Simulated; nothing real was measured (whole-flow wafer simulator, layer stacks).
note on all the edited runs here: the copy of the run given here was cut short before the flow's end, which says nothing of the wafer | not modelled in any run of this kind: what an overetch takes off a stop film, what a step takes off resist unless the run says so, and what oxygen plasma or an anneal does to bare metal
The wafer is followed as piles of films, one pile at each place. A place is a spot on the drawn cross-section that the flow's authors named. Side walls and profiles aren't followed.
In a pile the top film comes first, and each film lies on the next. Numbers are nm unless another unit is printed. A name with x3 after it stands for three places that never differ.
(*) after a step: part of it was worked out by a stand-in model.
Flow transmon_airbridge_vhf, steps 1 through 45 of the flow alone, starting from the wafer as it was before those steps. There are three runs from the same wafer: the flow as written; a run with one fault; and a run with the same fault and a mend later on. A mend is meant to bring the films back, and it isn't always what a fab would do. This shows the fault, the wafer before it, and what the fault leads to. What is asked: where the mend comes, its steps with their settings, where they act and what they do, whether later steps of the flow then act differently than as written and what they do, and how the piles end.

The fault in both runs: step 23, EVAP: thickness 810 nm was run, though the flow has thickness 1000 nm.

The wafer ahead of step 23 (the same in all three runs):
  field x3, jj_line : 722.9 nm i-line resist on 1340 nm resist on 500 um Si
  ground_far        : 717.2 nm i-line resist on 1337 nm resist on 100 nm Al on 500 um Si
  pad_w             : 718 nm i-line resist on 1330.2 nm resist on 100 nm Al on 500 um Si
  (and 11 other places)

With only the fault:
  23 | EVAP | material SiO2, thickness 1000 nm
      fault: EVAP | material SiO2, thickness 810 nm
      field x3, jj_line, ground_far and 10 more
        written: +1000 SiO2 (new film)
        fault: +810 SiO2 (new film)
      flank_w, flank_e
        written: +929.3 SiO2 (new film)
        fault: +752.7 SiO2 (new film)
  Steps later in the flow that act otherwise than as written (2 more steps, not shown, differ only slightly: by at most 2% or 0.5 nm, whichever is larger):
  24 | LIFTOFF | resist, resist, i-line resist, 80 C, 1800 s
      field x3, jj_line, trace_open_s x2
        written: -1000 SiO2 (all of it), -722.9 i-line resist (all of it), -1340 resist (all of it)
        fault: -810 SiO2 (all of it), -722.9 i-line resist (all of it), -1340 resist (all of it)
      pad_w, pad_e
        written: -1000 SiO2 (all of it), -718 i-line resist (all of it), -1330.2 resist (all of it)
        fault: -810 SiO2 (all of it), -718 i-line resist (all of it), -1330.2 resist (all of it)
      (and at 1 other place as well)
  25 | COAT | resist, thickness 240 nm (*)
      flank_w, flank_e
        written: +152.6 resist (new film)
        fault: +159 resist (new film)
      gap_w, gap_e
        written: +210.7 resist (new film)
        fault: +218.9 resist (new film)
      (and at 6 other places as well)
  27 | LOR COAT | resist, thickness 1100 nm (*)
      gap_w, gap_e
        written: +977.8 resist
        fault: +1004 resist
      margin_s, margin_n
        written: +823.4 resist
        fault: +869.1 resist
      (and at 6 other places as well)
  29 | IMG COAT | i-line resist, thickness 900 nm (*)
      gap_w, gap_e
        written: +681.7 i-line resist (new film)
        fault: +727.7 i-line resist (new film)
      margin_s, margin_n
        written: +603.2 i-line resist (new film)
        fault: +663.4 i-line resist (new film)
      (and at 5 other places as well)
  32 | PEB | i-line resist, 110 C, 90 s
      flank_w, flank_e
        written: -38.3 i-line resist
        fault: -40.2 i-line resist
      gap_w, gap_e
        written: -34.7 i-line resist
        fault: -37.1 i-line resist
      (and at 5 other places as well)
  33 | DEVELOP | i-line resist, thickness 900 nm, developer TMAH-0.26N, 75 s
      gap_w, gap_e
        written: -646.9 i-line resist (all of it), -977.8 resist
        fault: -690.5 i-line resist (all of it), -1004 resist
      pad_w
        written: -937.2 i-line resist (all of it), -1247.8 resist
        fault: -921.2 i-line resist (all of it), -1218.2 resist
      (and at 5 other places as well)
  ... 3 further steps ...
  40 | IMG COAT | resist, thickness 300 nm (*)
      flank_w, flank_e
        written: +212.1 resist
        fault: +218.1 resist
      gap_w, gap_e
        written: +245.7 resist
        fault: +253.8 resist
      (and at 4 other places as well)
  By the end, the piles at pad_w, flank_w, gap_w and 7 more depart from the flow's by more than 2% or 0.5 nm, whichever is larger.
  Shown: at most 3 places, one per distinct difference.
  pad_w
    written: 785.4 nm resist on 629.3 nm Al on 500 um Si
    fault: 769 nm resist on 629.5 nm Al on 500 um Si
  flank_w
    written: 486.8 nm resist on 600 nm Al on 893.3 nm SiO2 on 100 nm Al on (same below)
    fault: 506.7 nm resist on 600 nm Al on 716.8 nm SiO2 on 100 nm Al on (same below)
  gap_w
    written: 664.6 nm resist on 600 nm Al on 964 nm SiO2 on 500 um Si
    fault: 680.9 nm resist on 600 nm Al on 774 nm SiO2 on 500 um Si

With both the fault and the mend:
  The mend stands after step 23.
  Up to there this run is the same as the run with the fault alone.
  23a | EVAP | material SiO2, thickness 190 nm (the flow's step 23, run once more with other settings)
      field x3, jj_line, ground_far and 10 more
        +190 SiO2
      flank_w, flank_e
        +176.7 SiO2
  Every later step of the flow that is run acts as written, at every place that is followed, to within 2% or 0.5 nm, whichever is larger.
  At the end the piles are close to the flow's at the places that both follow, differing by at most 2% or 0.5 nm, whichever is larger.
